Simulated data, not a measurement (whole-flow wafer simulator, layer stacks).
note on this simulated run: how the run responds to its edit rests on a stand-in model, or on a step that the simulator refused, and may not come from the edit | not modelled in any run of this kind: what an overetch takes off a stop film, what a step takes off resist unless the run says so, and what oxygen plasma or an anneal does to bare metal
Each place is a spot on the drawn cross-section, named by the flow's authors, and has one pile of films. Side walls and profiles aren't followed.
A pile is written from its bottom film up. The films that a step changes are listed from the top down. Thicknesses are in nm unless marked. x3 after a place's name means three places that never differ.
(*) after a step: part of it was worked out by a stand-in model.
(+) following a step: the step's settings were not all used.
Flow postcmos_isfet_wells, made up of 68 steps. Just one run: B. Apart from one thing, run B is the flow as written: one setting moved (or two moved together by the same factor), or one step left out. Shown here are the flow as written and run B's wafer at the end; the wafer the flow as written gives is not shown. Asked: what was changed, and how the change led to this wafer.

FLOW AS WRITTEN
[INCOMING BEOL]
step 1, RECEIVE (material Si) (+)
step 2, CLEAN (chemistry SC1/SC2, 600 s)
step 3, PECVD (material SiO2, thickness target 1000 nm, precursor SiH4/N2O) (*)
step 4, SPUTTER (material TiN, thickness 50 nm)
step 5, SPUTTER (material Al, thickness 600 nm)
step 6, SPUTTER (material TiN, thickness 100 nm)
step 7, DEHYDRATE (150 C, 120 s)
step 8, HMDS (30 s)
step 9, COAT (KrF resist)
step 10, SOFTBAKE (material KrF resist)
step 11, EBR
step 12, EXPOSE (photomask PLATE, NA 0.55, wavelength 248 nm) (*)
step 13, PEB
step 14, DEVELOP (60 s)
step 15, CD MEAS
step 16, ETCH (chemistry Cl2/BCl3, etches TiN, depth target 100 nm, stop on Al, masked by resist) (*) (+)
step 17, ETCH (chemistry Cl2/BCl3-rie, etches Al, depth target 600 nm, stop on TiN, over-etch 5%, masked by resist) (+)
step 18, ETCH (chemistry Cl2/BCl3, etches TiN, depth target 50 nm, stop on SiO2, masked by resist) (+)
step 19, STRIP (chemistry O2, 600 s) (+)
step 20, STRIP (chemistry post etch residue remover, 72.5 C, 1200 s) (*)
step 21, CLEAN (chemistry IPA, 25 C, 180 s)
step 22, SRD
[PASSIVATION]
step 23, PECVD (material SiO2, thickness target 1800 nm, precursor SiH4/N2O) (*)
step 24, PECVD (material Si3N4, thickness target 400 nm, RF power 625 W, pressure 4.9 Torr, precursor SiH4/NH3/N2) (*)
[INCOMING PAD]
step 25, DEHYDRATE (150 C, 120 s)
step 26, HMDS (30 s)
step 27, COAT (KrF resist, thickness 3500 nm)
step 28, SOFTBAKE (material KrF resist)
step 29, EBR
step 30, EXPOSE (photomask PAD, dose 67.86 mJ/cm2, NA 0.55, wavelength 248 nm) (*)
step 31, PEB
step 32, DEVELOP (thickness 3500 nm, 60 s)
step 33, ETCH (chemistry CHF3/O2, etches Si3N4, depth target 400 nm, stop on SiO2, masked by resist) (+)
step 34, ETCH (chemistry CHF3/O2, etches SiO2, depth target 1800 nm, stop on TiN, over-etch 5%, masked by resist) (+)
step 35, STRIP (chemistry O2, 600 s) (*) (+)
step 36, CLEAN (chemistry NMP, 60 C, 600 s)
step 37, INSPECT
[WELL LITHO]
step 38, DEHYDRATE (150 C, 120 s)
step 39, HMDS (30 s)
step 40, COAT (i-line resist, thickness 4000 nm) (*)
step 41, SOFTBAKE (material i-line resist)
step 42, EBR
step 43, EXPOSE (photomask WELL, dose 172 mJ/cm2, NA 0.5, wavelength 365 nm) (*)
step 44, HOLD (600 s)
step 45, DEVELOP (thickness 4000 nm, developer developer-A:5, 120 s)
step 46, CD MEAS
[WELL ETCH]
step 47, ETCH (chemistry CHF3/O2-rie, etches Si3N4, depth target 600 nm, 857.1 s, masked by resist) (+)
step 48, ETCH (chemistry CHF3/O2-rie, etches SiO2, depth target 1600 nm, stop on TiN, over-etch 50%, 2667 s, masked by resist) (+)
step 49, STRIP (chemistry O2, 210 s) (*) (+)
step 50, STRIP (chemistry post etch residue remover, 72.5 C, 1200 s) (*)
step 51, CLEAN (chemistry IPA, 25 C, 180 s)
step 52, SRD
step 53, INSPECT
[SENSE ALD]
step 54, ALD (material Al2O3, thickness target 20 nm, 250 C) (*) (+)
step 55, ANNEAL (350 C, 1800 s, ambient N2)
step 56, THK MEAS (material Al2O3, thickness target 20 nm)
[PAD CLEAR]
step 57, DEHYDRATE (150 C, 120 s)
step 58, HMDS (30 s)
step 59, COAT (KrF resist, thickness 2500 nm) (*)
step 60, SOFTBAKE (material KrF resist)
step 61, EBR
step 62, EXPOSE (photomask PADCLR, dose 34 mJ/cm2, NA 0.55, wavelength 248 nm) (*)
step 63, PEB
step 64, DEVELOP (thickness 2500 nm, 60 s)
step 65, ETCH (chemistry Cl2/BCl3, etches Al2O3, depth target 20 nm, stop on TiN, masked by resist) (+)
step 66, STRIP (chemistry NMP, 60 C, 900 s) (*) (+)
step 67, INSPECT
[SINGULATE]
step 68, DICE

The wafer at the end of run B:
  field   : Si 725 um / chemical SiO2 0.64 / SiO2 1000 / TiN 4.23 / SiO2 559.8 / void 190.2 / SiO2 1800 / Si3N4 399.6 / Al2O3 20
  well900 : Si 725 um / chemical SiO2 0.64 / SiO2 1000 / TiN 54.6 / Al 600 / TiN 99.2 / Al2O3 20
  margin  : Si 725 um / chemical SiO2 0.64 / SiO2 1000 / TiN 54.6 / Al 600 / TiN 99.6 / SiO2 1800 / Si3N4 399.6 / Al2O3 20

What caused this: step 4, SPUTTER: thickness 54.65 nm was run, while the flow as written has thickness 50 nm.
The wafer lets one read it off: well900 has TiN 54.6, and step 4 as written asks for 50 nm.

The path from the change to this, step by step:
  step 4, SPUTTER (material TiN, thickness 50 nm)
      field, margin, well900, well1300 x3, pad_rim, pad_clr, pad_open: TiN gains 54.6 (new film) (it would be, as written: TiN gains 50 (new film))
  step 18, ETCH (chemistry Cl2/BCl3, etches TiN, depth target 50 nm, stop on SiO2, masked by resist) (+)
      field: TiN loses 50 (it would be, as written: TiN loses 50 (all of it))
  step 23, PECVD (material SiO2, thickness target 1800 nm, precursor SiH4/N2O) (*)
      field: SiO2 gains 1800 (new film), void gains 190.2 (new film), SiO2 gains 559.8 (new film) (it would be, as written: SiO2 gains 1800 (new film), void gains 189.9 (new film), SiO2 gains 559.7)
With metal films that touch counted as one body, field has 1 body; the flow as written gives 0 bodies.
